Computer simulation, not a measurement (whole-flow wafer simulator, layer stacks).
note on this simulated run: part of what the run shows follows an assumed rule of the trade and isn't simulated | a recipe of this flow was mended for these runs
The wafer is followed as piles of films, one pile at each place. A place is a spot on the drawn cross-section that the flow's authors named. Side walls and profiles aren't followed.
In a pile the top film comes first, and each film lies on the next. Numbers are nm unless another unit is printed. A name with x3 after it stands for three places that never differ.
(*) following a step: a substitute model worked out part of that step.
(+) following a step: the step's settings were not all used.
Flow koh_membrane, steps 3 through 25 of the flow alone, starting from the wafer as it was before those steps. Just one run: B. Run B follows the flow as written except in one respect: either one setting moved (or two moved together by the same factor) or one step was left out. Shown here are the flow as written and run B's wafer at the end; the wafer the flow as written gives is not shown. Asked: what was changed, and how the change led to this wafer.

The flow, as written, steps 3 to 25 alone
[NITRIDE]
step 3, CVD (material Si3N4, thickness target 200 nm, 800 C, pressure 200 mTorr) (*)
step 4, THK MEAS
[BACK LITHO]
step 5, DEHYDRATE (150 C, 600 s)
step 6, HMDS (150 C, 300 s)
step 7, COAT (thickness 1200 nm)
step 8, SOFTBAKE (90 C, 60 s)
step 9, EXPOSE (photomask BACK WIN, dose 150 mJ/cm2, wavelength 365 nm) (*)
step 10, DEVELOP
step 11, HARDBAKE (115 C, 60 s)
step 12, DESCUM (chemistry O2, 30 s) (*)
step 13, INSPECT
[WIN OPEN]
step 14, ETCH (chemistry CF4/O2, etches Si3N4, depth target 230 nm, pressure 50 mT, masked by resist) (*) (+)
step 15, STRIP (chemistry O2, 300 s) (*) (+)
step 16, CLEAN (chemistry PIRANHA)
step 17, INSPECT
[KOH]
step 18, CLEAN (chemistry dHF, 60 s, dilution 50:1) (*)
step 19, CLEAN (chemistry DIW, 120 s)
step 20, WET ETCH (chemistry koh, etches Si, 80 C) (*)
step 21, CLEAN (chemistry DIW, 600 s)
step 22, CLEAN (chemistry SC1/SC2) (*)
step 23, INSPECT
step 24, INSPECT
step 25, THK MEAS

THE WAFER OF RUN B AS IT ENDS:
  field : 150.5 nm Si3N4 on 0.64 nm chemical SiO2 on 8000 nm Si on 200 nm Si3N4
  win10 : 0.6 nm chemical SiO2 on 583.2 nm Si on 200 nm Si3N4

Cause: step 3, CVD: thickness target 152 nm was run, whereas the flow has thickness target 200 nm; step 18, CLEAN: 46 s was run, where the flow has 60 s.

The path from the change to this, step by step:
  step 3, CVD (material Si3N4, thickness target 200 nm, 800 C, pressure 200 mTorr) (*)
      field, win20 x4, win10: +152 Si3N4 (new film) (in the flow as written it would be: +200 Si3N4 (new film))
  step 14, ETCH (chemistry CF4/O2, etches Si3N4, depth target 230 nm, pressure 50 mT, masked by resist) (*) (+)
      win20 x4, win10: -152 Si3N4 (all of it), -0.64 chemical SiO2 (all of it), -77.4 Si (in the flow as written it would be: -200 Si3N4 (all of it), -0.64 chemical SiO2 (all of it), -29.4 Si)
